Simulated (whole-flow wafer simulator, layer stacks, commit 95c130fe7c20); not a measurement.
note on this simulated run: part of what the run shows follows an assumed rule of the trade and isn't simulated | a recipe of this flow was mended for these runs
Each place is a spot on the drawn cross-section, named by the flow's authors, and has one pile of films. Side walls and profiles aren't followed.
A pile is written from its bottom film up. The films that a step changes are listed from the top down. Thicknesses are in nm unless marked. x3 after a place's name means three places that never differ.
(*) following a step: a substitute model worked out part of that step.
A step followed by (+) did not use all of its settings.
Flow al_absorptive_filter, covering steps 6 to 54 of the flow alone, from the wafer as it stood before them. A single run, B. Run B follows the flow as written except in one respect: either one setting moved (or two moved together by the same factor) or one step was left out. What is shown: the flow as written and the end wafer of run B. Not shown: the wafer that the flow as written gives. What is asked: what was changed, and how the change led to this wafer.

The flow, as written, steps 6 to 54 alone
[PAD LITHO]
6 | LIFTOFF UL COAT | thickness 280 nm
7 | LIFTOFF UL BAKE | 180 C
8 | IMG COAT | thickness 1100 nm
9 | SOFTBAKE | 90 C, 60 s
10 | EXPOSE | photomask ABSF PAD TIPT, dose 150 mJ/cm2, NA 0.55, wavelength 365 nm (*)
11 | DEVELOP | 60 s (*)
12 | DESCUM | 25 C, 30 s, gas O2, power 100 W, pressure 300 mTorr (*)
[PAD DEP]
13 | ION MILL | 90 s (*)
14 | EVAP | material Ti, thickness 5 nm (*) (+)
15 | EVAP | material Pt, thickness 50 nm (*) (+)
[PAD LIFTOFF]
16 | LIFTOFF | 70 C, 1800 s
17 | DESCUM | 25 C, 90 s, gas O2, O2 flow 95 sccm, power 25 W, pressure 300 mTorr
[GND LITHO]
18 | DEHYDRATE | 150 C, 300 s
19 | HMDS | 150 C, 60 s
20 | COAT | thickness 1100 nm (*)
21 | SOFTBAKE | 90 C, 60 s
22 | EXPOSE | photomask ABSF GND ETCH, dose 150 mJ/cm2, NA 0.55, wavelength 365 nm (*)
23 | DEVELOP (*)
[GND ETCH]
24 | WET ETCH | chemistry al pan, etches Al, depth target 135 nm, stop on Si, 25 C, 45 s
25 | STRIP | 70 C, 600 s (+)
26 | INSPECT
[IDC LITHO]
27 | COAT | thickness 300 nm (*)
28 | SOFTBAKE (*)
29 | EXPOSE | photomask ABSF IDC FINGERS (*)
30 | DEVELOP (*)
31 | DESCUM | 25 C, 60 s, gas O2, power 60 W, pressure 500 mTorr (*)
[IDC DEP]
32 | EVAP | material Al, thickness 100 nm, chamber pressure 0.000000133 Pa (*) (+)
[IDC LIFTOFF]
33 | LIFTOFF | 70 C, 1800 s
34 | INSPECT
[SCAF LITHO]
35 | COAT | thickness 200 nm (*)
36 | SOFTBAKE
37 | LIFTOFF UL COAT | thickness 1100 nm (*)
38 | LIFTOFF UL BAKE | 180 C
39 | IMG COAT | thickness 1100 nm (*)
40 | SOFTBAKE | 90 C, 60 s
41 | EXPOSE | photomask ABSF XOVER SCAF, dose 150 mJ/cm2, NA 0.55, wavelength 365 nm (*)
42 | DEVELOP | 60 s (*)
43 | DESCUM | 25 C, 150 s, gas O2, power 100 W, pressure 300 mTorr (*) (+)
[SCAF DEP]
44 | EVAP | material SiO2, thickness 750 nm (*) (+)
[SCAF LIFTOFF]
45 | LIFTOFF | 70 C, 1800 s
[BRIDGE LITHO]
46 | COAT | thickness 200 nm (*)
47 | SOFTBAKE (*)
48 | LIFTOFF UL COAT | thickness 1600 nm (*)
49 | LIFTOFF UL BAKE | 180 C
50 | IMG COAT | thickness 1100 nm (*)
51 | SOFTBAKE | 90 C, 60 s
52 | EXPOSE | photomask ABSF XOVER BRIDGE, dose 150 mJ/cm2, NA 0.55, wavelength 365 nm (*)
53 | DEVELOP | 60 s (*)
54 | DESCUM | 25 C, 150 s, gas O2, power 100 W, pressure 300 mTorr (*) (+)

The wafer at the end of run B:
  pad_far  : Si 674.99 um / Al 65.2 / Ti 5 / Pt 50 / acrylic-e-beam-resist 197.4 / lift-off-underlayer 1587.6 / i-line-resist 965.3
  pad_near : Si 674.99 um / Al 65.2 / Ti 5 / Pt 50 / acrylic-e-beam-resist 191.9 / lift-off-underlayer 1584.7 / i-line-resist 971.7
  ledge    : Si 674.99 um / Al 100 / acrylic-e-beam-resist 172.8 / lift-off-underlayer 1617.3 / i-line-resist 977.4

The reason: step 13, ION MILL: 64 s was run, while the flow as written has 90 s.

The path from the change to this, step by step:
  13 | ION MILL | 90 s (*)
      gnd, ledge, res and 9 more: i-line-resist loses 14 (in the flow as written it would be: i-line-resist loses 19.6)
      pad_far, pad_near: Al loses 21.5 (in the flow as written it would be: Al loses 30.2)
